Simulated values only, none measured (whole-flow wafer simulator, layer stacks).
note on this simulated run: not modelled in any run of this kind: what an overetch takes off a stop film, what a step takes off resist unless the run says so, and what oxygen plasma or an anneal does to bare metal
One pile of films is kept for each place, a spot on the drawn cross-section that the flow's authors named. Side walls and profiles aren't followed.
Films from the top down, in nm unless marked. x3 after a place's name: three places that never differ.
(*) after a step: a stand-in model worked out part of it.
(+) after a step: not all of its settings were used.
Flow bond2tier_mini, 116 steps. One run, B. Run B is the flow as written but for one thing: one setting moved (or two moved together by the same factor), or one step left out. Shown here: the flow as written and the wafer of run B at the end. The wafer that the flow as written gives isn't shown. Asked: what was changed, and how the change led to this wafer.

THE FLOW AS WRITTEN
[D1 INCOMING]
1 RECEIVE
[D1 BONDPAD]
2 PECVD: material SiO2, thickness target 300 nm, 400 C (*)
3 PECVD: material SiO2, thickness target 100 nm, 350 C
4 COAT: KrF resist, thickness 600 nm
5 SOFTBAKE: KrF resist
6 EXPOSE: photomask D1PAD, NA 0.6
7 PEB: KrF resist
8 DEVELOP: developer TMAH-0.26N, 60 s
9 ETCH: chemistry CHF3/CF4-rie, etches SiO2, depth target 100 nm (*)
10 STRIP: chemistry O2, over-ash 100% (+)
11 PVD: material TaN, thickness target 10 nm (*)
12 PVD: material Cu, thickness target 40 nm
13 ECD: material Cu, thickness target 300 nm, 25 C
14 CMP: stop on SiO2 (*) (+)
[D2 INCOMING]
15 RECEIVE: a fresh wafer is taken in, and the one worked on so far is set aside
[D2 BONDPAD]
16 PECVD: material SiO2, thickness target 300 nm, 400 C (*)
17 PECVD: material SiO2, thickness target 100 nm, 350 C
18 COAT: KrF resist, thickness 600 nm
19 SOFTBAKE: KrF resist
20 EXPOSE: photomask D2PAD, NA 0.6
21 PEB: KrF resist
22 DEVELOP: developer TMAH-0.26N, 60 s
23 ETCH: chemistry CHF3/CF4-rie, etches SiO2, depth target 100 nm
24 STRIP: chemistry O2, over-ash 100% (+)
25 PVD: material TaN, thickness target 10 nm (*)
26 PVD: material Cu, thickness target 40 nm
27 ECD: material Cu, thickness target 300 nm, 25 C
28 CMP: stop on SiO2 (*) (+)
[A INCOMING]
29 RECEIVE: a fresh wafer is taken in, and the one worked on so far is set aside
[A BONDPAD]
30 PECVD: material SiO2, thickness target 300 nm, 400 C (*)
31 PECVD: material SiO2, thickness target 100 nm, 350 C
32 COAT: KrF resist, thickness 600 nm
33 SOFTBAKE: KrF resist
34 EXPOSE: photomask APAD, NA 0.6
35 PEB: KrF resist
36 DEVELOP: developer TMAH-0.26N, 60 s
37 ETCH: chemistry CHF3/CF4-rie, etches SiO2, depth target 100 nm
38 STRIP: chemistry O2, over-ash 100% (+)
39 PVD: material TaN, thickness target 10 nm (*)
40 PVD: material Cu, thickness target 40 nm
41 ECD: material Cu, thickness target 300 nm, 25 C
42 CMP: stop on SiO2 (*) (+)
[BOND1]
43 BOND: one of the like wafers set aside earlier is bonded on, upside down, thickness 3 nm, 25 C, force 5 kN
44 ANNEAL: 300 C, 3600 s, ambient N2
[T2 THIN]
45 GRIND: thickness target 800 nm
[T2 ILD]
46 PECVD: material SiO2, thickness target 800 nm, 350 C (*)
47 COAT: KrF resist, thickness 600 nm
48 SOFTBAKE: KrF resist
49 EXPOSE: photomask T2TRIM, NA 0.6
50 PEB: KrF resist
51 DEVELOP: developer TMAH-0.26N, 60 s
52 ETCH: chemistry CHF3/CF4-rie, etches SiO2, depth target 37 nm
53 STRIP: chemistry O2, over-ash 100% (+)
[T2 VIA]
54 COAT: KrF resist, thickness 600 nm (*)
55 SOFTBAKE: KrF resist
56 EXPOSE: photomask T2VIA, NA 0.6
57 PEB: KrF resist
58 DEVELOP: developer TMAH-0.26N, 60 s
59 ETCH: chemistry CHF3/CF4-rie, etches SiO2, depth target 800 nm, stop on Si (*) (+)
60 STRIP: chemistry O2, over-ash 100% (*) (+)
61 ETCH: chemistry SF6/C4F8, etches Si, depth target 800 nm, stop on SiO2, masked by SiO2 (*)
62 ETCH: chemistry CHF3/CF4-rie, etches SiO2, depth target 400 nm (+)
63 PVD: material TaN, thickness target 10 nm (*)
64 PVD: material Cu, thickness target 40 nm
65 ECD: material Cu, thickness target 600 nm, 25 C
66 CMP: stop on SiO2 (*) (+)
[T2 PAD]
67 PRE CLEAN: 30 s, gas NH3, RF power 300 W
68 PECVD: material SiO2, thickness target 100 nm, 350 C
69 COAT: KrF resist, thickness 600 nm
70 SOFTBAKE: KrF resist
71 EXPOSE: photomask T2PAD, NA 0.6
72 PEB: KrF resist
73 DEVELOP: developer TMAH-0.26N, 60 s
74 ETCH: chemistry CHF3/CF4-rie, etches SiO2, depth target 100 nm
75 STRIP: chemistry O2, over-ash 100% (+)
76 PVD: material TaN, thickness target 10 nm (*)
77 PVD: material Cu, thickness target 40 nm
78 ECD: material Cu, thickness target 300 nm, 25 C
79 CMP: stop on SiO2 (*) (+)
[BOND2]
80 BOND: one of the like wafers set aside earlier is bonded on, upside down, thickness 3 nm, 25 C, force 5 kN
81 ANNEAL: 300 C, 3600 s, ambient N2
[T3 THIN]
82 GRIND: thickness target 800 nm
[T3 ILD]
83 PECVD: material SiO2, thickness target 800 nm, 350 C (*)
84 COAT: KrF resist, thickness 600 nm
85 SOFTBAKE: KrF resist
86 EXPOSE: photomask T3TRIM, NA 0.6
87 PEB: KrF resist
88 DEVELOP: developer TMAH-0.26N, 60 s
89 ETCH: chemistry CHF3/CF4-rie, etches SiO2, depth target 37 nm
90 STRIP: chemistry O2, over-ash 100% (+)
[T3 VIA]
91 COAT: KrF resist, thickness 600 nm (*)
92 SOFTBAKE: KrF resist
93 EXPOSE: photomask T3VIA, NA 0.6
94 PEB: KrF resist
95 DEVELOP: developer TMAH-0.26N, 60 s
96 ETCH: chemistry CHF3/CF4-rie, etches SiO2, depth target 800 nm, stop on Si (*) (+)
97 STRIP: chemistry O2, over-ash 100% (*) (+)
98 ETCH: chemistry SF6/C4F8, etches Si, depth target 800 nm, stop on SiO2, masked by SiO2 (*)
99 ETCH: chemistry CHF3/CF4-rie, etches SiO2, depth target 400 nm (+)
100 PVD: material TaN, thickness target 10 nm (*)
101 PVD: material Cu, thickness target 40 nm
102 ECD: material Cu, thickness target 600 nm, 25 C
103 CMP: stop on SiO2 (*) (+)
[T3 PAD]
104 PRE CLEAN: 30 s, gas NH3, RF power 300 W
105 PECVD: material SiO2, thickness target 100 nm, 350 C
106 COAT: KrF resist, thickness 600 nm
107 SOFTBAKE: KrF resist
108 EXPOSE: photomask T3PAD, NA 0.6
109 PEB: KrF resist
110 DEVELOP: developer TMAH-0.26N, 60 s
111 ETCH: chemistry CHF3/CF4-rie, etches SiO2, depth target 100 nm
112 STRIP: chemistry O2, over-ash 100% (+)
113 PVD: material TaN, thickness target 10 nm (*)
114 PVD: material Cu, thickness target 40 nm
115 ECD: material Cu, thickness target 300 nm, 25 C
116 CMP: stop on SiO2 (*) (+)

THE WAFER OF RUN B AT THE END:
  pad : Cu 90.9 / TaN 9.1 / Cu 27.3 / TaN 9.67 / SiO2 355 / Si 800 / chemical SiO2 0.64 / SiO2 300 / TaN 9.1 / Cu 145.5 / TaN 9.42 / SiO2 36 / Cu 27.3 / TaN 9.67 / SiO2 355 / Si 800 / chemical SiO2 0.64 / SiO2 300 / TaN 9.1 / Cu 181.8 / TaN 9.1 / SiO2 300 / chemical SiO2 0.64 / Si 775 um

The cause: step 74, ETCH: depth target 64 nm was run, where the flow has depth target 100 nm.

How the change led to this, step by step:
  74 ETCH: chemistry CHF3/CF4-rie, etches SiO2, depth target 100 nm
      pad: SiO2 -64 (as written it would be: SiO2 -100 (all of it))
      field: KrF resist -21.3 (as written it would be: KrF resist -33.3)
  75 STRIP: chemistry O2, over-ash 100% (+)
      field: KrF resist -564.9 (all of it) (as written it would be: KrF resist -552.9 (all of it))
  77 PVD: material Cu, thickness target 40 nm
      pad: Cu +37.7 (new film) (as written it would be: Cu +36.4 (new film))
  78 ECD: material Cu, thickness target 300 nm, 25 C
      pad: Cu +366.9 (as written it would be: Cu +404.5)
Counting metal films that touch as one body, pad has 4 bodies (between them, from the top down: SiO2 355 / Si 800 / chemical SiO2 0.64 / SiO2 300; SiO2 36; SiO2 355 / Si 800 / chemical SiO2 0.64 / SiO2 300); the flow as written gives 3 bodies (between them, from the top down: SiO2 355 / Si 800 / chemical SiO2 0.64 / SiO2 300; SiO2 355 / Si 800 / chemical SiO2 0.64 / SiO2 300).
